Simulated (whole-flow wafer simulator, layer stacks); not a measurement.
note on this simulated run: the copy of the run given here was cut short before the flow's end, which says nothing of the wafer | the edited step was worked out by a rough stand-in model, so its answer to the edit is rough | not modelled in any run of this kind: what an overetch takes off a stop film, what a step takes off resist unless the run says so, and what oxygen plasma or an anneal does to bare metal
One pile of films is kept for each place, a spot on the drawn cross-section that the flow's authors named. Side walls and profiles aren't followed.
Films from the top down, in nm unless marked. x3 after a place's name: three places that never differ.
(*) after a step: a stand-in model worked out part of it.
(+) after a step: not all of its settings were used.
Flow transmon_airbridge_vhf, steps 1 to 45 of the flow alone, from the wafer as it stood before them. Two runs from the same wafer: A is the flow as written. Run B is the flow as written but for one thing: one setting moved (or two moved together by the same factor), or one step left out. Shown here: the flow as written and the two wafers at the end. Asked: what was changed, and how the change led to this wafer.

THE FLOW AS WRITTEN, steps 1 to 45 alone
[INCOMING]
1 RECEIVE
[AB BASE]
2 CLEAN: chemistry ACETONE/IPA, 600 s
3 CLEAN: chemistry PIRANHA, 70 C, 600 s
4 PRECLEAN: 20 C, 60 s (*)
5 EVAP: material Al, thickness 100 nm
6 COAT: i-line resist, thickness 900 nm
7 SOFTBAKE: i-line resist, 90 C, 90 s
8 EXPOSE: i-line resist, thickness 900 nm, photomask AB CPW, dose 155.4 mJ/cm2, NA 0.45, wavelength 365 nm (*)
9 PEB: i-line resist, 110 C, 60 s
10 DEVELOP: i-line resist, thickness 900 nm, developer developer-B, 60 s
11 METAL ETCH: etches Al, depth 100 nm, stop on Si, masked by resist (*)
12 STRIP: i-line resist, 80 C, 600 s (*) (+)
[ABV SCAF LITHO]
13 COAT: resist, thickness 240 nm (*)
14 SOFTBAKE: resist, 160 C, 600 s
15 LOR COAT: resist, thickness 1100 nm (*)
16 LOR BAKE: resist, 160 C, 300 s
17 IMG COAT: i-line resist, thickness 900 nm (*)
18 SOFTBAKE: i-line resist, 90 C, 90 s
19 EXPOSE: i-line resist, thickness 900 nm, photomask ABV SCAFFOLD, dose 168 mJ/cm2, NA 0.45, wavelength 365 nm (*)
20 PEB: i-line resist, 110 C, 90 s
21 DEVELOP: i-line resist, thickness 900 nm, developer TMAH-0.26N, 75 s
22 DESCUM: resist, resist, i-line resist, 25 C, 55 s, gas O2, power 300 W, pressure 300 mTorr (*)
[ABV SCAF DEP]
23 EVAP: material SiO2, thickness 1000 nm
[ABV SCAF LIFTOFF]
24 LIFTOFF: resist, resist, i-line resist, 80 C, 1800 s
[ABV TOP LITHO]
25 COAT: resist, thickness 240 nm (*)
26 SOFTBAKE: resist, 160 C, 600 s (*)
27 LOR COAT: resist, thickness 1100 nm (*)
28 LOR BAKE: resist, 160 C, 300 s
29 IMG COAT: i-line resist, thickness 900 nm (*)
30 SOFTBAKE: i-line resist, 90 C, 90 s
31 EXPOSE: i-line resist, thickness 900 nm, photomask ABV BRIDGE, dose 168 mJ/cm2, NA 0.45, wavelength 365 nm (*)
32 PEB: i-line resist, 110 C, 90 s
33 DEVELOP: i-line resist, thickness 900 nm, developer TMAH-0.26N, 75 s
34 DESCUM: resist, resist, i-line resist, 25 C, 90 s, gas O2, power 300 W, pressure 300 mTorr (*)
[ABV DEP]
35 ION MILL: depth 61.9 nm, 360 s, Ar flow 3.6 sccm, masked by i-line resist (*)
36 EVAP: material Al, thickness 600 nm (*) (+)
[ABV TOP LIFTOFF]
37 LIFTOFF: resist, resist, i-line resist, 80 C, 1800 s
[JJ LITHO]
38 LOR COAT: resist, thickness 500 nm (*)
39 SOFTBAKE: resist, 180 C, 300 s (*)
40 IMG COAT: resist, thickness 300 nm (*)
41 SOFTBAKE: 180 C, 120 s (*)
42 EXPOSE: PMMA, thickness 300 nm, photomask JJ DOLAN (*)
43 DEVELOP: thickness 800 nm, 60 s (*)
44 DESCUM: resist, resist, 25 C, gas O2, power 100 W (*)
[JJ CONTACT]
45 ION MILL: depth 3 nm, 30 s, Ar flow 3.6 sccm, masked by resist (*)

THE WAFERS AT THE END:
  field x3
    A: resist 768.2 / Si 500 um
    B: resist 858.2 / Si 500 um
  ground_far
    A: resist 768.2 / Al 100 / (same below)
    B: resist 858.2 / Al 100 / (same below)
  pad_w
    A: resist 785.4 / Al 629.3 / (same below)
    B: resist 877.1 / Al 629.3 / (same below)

The cause: step 40, IMG COAT: thickness 390 nm was run, where the flow has thickness 300 nm.

How the change led to this, step by step:
  40 IMG COAT: resist, thickness 300 nm (*)
      field x3, jj_line, ground_far, trace_open_s x2: A resist +300 | B resist +390
      pad_w, pad_e: A resist +300.1 | B resist +391.9
      (and at 8 more places)
  43 DEVELOP: thickness 800 nm, 60 s (*)
      jj_line: A resist -800 (all of it) | B resist -890 (all of it)
